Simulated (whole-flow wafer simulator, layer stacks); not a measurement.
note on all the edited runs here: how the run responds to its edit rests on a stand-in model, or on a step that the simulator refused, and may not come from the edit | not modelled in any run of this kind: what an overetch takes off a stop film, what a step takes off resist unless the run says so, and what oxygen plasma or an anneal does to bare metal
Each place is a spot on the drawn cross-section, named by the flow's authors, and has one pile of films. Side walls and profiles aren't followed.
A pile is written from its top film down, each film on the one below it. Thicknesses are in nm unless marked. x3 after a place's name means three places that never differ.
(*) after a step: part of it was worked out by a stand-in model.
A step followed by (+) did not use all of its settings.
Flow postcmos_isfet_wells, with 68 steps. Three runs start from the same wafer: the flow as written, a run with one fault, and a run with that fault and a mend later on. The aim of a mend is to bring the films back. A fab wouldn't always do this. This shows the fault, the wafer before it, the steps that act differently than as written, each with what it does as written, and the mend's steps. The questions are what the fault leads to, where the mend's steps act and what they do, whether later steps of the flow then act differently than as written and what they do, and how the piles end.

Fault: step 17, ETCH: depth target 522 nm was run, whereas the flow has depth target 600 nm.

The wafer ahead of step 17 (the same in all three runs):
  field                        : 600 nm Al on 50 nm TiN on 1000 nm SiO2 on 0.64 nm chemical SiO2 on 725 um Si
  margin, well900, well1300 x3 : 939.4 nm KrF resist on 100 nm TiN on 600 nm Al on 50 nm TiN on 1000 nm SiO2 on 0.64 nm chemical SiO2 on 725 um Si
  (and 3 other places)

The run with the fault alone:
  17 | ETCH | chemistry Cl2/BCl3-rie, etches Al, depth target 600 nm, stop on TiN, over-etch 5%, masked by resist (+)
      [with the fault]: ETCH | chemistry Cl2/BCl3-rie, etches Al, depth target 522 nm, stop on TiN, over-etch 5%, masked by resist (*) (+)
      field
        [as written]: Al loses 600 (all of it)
        [with the fault]: Al loses 522
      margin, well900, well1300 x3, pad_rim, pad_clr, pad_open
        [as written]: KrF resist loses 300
        [with the fault]: KrF resist loses 261
  Steps later in the flow that act otherwise than as written (1 other step is not shown; it differs only slightly, by no more than 2% or 0.5 nm, whichever is larger):
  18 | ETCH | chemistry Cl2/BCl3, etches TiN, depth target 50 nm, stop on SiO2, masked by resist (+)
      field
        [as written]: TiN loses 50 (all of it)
        [with the fault]: Al loses 78 (all of it), TiN loses 17.2
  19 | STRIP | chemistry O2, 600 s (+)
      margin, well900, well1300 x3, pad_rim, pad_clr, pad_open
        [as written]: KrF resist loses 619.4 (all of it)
        [with the fault]: KrF resist loses 658.4 (all of it)
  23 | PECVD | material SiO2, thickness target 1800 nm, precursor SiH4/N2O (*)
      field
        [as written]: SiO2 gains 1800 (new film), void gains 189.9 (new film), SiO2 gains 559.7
        [with the fault]: SiO2 gains 1800 (new film), void gains 165.7 (new film), SiO2 gains 551.5 (new film)
  The piles end different from the flow's at field by more than 2% or 0.5 nm, whichever is larger.
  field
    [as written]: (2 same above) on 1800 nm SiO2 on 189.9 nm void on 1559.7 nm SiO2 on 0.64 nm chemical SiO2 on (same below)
    [with the fault]: (2 same above) on 1800 nm SiO2 on 165.7 nm void on 551.5 nm SiO2 on 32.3 nm TiN on 1000 nm SiO2 on 0.64 nm chemical SiO2 on (same below)

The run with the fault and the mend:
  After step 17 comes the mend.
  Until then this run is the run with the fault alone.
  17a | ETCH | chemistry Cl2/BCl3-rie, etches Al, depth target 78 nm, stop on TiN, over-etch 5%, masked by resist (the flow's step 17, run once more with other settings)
      margin, well900, well1300 x3, pad_rim, pad_clr, pad_open
        KrF resist loses 39
      field
        Al loses 78 (all of it)
  Every later step of the flow that is run acts as written at every place that is followed.
  At every place that both follow, the piles at the end match the flow's.
